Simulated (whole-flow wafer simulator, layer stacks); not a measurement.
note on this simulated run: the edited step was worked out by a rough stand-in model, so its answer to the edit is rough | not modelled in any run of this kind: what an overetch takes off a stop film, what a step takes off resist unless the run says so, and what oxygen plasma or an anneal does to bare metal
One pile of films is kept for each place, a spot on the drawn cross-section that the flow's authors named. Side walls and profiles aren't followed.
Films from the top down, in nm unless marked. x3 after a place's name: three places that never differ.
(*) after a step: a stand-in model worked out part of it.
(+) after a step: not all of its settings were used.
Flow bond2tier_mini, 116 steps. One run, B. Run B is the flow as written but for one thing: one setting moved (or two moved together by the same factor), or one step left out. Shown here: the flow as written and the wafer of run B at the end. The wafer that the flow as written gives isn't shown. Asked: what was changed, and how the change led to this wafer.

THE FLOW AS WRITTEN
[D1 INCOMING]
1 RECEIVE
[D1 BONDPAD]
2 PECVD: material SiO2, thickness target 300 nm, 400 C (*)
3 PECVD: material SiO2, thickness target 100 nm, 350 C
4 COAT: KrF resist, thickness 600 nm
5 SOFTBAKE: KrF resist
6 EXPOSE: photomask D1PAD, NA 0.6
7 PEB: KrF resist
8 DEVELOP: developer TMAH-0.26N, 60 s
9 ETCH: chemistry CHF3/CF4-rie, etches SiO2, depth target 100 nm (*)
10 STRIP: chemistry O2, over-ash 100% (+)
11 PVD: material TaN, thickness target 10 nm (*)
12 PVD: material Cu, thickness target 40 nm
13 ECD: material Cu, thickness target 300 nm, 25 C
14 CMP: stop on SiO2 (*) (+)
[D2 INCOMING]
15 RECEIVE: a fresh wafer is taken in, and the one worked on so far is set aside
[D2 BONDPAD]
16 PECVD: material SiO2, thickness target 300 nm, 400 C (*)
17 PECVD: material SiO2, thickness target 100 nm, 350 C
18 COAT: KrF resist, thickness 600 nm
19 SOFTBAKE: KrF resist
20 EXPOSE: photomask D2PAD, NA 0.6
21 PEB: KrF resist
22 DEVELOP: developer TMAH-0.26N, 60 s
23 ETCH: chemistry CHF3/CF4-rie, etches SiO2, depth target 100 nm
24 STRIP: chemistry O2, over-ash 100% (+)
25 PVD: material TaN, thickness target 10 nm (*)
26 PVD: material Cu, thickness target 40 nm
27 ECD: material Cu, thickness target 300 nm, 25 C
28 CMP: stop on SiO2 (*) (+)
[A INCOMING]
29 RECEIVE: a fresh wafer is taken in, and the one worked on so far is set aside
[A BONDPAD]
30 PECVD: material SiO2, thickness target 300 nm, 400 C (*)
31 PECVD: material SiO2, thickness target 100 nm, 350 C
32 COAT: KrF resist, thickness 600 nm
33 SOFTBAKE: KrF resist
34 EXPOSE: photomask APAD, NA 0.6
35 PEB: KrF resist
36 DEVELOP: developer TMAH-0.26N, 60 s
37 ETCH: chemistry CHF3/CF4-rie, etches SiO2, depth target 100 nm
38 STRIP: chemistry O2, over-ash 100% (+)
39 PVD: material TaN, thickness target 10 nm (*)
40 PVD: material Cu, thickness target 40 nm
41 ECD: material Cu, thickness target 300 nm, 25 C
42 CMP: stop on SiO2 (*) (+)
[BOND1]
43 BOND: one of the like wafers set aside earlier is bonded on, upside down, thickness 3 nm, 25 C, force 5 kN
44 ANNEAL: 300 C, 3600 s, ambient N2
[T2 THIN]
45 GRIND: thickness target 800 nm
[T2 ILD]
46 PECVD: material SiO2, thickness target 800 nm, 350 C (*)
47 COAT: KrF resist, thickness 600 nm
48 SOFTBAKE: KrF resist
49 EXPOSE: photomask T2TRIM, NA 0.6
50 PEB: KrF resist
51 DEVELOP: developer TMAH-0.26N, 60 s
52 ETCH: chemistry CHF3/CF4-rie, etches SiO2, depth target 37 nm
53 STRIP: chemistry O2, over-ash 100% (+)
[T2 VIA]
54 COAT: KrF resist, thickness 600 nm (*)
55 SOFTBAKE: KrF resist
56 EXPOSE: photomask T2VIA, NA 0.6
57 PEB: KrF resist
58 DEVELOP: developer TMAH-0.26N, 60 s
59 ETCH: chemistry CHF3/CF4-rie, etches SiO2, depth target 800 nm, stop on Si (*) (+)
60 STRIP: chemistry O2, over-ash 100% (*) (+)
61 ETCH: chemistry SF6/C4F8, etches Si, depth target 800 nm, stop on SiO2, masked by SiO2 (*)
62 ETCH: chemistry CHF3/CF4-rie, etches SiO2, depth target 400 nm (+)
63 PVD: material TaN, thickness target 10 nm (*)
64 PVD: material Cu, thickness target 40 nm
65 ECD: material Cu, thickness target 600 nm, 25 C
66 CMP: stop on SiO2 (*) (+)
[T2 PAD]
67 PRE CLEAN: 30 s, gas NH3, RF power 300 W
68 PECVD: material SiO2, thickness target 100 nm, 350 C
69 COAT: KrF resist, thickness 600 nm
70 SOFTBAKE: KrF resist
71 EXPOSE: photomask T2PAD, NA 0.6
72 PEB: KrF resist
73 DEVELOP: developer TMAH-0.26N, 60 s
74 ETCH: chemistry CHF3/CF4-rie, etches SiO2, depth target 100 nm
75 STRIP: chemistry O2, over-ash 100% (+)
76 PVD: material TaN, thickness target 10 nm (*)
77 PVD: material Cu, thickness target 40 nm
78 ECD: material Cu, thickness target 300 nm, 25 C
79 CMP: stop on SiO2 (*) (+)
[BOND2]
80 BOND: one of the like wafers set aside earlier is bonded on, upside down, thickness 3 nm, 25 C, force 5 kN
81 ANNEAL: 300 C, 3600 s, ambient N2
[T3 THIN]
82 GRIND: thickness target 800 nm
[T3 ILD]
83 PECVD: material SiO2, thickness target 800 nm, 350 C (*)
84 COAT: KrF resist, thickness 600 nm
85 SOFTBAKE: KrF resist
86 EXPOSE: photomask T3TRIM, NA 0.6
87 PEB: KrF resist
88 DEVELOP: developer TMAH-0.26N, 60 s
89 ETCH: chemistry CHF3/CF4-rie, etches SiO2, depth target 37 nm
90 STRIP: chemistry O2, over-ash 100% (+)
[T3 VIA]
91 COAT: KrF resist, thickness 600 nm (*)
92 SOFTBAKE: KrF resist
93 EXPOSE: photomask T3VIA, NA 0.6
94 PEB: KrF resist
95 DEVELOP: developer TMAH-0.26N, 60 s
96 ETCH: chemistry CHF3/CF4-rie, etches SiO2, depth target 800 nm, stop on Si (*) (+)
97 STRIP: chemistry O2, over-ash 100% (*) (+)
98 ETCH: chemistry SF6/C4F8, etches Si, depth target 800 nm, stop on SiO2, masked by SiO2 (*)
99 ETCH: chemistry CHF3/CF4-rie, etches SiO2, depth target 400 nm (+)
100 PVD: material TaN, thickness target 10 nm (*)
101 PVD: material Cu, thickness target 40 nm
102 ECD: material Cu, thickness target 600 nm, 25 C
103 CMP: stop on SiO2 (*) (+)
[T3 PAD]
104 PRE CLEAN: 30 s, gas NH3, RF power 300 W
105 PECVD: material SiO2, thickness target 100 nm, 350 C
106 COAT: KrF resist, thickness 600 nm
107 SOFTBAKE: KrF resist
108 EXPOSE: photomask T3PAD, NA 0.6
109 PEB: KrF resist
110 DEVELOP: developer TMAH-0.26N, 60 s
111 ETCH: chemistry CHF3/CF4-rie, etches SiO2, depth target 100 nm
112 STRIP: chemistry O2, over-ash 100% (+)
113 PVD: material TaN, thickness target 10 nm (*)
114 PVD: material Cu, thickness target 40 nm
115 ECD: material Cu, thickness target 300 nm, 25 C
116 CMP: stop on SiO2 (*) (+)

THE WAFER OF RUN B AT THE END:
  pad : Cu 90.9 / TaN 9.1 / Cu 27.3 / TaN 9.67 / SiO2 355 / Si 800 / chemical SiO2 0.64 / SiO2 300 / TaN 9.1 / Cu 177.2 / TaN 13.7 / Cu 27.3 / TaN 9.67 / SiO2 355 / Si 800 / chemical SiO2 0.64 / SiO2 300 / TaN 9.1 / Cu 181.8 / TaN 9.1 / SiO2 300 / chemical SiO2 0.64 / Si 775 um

The cause: step 76, PVD: thickness target 15 nm was run, where the flow has thickness target 10 nm.

How the change led to this, step by step:
  76 PVD: material TaN, thickness target 10 nm (*)
      field: TaN +15 (new film) (as written it would be: TaN +10 (new film))
      pad: TaN +13.7 (new film) (as written it would be: TaN +9.1 (new film))
  79 CMP: stop on SiO2 (*) (+)
      field: Cu -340 (all of it), TaN -15 (all of it) (as written it would be: Cu -340 (all of it), TaN -10 (all of it))
